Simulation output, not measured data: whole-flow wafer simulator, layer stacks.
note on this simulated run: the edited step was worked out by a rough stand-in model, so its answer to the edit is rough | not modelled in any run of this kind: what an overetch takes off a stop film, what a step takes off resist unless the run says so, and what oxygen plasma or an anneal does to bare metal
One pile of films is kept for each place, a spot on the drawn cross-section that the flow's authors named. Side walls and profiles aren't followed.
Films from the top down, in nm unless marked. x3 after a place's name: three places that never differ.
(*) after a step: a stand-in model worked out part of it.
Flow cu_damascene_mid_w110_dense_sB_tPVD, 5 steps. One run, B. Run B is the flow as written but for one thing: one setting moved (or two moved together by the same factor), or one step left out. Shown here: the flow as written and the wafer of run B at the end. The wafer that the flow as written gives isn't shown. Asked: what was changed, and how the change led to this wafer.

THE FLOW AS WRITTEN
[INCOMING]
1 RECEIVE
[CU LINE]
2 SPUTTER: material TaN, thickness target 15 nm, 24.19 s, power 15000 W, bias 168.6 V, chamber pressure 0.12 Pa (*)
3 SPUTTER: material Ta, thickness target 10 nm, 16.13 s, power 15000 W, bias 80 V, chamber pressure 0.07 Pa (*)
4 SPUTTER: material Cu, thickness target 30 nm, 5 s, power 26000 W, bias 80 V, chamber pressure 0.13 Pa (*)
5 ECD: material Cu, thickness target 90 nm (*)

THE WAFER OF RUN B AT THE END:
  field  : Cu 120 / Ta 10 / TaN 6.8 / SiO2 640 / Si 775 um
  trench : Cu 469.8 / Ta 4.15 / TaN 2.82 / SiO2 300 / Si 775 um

The cause: step 2, SPUTTER: thickness target 6.8 nm was run, where the flow has thickness target 15 nm; step 2, SPUTTER: 10.89 s was run, where the flow has 24.19 s.
It can be read off the wafer: field has TaN 6.8, and step 2 as written asks for 15 nm.

How the change led to this, step by step:
  2 SPUTTER: material TaN, thickness target 15 nm, 24.19 s, power 15000 W, bias 168.6 V, chamber pressure 0.12 Pa (*)
      field: TaN +6.8 (new film) (as written it would be: TaN +15 (new film))
      trench: TaN +2.82 (new film) (as written it would be: TaN +6.23 (new film))
